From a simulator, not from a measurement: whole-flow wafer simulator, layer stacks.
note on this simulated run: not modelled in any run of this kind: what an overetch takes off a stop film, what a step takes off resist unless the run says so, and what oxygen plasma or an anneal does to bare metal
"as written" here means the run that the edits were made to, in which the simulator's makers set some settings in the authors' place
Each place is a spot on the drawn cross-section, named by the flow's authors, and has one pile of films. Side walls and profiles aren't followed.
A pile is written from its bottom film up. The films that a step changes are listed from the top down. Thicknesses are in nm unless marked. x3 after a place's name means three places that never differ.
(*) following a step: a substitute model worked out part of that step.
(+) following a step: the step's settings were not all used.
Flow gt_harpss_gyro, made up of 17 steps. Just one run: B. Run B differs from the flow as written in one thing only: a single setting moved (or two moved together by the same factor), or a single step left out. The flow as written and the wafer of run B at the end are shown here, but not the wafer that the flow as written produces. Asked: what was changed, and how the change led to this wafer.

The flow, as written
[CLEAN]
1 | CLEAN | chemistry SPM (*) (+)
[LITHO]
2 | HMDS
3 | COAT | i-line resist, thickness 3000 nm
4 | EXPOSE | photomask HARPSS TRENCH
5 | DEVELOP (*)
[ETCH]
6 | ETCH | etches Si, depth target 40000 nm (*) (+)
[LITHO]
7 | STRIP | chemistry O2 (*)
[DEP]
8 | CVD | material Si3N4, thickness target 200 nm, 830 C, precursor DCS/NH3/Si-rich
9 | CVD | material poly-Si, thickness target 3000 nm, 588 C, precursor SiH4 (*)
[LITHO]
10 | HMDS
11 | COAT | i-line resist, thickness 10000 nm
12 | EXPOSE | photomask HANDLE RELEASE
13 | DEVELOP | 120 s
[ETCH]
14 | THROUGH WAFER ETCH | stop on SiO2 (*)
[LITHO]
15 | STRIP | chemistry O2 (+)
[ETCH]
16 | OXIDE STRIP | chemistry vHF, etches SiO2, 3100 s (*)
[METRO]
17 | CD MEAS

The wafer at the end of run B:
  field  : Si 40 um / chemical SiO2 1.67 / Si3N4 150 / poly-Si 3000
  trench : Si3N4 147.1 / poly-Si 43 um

The reason: step 8, CVD: thickness target 150 nm was run, whereas the flow has thickness target 200 nm.
The wafer itself shows it: field has Si3N4 150, and step 8 as written asks for 200 nm.

Step by step, how the change led to this:
  8 | CVD | material Si3N4, thickness target 200 nm, 830 C, precursor DCS/NH3/Si-rich
      field: Si3N4 gains 150 (new film) (it would be, as written: Si3N4 gains 200 (new film))
      trench: Si3N4 gains 147.1 (new film) (it would be, as written: Si3N4 gains 195.9 (new film))
  9 | CVD | material poly-Si, thickness target 3000 nm, 588 C, precursor SiH4 (*)
      trench: poly-Si gains 43 um (new film) (it would be, as written: poly-Si gains 43.01 um (new film))
